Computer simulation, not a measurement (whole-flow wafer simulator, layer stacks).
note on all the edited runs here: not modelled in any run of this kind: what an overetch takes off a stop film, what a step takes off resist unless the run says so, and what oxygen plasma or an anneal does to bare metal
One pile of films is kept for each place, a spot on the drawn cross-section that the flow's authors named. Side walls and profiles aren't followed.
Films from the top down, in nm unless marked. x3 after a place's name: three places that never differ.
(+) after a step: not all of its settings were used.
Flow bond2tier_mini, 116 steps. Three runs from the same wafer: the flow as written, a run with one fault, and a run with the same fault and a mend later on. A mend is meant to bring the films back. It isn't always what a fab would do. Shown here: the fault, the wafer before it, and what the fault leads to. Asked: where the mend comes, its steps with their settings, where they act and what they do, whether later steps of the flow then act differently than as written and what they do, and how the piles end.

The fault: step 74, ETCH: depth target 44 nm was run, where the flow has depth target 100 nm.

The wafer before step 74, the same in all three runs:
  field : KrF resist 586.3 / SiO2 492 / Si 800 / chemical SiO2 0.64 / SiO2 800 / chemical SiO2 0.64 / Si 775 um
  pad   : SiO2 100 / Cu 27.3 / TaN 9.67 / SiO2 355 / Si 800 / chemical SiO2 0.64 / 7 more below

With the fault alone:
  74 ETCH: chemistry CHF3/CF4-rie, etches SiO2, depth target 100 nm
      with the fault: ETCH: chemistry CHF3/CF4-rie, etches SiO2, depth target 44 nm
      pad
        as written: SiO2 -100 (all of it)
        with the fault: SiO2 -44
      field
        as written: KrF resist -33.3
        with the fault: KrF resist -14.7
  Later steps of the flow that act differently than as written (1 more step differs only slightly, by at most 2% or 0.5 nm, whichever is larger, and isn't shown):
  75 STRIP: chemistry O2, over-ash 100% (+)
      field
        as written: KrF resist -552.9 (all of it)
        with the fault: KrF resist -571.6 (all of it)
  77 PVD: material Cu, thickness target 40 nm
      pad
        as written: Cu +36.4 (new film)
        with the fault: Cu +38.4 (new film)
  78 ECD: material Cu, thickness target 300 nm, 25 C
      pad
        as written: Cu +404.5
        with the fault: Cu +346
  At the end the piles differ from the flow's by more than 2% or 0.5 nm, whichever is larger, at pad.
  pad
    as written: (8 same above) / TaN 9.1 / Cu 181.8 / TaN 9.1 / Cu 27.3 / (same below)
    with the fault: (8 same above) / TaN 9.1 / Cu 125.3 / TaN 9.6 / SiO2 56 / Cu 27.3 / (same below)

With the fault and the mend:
  The mend comes after step 74.
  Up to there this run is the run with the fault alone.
  74a ETCH: chemistry CHF3/CF4-rie, etches SiO2, depth target 56 nm (the flow's step 74 once more, with other settings)
      field
        KrF resist -18.7
      pad
        SiO2 -56 (all of it)
  No later step of the flow acts differently than as written at any place that is followed.
  At the end the piles are the same as the flow's at every place that both follow.
